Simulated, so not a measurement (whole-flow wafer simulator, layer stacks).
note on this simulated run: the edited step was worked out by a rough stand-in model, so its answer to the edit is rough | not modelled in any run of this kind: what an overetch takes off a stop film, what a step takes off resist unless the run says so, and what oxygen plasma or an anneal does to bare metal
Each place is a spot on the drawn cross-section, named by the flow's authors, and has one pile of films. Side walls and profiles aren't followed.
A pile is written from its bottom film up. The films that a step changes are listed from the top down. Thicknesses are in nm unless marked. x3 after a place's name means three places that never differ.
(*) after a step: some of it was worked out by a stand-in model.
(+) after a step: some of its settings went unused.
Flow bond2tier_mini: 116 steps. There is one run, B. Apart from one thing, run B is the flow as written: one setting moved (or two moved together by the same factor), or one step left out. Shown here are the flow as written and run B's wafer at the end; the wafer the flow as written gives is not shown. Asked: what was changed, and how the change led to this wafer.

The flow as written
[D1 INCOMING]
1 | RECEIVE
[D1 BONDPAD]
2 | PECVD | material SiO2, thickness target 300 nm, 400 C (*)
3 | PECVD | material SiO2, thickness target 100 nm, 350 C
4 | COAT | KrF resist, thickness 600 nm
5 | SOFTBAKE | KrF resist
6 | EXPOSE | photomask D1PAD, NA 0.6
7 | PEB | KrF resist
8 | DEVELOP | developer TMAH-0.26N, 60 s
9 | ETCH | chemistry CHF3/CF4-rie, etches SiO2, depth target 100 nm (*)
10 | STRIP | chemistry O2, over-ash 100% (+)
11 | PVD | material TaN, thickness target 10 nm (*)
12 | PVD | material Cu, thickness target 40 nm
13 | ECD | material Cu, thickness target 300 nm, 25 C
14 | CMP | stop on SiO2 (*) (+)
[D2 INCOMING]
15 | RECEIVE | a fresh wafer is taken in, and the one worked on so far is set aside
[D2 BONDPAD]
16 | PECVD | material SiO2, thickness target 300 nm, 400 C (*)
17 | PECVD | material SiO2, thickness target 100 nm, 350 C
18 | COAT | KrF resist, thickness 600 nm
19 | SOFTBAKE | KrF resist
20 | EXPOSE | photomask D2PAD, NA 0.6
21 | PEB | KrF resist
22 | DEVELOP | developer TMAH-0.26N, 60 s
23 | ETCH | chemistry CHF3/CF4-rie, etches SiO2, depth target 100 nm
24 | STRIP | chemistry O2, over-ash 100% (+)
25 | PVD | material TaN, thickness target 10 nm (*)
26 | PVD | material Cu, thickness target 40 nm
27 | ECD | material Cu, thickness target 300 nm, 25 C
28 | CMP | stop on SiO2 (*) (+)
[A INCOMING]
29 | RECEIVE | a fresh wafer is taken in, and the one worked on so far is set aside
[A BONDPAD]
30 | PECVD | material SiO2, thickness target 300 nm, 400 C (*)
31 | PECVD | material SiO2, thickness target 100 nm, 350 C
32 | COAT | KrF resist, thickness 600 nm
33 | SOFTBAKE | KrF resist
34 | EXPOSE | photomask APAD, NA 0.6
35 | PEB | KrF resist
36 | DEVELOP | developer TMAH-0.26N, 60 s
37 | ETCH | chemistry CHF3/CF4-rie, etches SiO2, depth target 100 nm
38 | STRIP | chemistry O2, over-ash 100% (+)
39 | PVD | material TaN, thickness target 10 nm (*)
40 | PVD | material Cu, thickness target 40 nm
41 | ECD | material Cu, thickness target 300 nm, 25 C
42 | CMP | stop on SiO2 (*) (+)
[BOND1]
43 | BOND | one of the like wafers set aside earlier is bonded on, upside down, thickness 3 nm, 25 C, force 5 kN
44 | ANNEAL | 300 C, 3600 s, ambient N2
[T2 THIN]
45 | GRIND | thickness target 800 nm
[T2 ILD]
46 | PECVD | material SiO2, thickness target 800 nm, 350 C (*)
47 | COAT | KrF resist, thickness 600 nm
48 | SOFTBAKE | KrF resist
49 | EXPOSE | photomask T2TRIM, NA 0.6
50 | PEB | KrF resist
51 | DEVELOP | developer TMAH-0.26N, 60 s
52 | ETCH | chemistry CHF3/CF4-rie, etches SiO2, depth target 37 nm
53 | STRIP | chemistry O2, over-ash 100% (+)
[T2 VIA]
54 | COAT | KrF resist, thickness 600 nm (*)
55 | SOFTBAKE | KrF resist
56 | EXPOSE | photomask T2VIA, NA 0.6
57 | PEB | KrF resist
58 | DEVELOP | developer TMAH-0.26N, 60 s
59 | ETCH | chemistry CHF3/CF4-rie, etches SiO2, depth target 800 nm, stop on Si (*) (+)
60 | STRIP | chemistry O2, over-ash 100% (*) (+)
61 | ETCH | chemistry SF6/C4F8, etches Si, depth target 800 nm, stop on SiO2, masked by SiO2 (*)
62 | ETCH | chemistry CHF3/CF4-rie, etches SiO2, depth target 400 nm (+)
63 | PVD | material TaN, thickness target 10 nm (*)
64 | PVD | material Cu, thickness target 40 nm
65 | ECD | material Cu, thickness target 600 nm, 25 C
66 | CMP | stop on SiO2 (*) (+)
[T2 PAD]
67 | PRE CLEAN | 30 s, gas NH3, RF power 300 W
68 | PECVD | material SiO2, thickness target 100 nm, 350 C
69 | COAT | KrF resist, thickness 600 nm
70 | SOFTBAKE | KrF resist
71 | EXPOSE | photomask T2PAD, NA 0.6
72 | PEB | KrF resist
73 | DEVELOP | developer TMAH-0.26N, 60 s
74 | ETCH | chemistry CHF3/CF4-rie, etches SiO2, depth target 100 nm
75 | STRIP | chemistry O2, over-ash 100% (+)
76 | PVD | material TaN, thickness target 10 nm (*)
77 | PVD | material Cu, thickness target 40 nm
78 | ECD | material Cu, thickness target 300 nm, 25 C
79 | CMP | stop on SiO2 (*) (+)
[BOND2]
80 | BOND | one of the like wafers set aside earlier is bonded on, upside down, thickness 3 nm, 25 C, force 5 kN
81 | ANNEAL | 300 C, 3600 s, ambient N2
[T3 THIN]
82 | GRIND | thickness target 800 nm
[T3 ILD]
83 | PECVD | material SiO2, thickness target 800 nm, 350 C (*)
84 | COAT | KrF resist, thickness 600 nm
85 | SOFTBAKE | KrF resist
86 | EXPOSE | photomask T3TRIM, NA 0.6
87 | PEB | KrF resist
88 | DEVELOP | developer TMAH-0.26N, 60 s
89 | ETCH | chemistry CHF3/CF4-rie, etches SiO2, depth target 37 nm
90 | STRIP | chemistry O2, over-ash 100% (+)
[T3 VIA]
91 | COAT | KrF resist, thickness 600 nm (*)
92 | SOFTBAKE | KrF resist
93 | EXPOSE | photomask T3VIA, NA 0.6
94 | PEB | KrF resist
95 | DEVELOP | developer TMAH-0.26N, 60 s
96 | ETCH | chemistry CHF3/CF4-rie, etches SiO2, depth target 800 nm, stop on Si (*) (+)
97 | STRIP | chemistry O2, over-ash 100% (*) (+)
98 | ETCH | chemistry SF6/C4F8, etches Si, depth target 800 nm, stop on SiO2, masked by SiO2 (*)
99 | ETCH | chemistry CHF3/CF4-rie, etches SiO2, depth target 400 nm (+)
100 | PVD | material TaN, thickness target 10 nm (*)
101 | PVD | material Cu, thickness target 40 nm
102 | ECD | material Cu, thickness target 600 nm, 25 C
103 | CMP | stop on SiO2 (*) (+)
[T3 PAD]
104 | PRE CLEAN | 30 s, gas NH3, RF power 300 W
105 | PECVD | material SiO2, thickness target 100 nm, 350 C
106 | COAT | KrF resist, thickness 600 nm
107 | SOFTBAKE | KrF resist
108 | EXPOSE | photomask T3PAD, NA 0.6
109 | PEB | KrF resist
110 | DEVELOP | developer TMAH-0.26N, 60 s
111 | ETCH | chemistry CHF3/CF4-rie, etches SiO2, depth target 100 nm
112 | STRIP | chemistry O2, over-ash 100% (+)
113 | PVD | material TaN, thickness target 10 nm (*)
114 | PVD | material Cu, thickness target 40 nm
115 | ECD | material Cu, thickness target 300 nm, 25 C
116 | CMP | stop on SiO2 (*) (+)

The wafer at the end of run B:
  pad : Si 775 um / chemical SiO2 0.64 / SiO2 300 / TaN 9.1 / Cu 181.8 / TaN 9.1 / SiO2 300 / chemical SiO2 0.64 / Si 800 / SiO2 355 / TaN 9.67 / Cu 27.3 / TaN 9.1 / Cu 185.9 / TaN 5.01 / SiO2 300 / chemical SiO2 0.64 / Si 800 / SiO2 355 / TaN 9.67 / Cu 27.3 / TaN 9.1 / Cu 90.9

Cause: step 25, PVD: thickness target 5.5 nm was run, though the flow has thickness target 10 nm.

How this came from the change, step by step:
  25 | PVD | material TaN, thickness target 10 nm (*)
      field: TaN gains 5.5 (new film) (it would be, as written: TaN gains 10 (new film))
      pad: TaN gains 5.01 (new film) (it would be, as written: TaN gains 9.1 (new film))
      (also at 1 further place)
  28 | CMP | stop on SiO2 (*) (+)
      field: Cu loses 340 (all of it), TaN loses 5.5 (all of it) (it would be, as written: Cu loses 340 (all of it), TaN loses 10 (all of it))
  80 | BOND | one of the like wafers set aside earlier is bonded on, upside down, thickness 3 nm, 25 C, force 5 kN
      pad: Si gains 775 um (new film), chemical SiO2 gains 0.64 (new film), SiO2 gains 300 (new film), TaN gains 5.01 (new film), Cu gains 95 (it would be, as written: Si gains 775 um (new film), chemical SiO2 gains 0.64 (new film), SiO2 gains 300 (new film), TaN gains 9.1 (new film), Cu gains 90.9)
